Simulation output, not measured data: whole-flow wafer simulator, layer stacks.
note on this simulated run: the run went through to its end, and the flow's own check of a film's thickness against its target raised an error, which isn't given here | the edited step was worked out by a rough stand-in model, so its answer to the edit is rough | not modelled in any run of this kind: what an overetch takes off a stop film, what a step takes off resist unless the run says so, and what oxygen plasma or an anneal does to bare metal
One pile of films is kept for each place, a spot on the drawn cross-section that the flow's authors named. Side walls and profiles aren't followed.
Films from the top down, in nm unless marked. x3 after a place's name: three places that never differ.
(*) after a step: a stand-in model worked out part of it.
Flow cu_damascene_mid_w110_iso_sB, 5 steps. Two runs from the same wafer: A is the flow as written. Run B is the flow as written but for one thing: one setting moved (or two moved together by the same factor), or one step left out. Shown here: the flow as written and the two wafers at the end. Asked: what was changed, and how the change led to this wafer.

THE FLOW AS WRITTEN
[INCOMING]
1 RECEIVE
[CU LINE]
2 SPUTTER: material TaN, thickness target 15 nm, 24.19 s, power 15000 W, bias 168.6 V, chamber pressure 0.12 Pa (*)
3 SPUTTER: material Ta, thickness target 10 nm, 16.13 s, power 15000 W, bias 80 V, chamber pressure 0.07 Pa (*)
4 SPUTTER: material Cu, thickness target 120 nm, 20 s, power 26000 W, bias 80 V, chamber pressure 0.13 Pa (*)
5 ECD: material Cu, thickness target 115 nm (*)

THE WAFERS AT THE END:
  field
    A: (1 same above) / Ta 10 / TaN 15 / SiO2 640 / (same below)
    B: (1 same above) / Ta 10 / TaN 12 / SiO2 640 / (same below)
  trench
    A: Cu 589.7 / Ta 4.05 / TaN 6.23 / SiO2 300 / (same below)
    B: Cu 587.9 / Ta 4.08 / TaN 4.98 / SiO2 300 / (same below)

The cause: step 2, SPUTTER: thickness target 12 nm was run, where the flow has thickness target 15 nm.
It can be read off the wafer: field has TaN 12, and step 2 as written asks for 15 nm.

How the change led to this, step by step:
  2 SPUTTER: material TaN, thickness target 15 nm, 24.19 s, power 15000 W, bias 168.6 V, chamber pressure 0.12 Pa (*)
      field: A TaN +15 (new film) | B TaN +12 (new film)
      trench: A TaN +6.23 (new film) | B TaN +4.98 (new film)
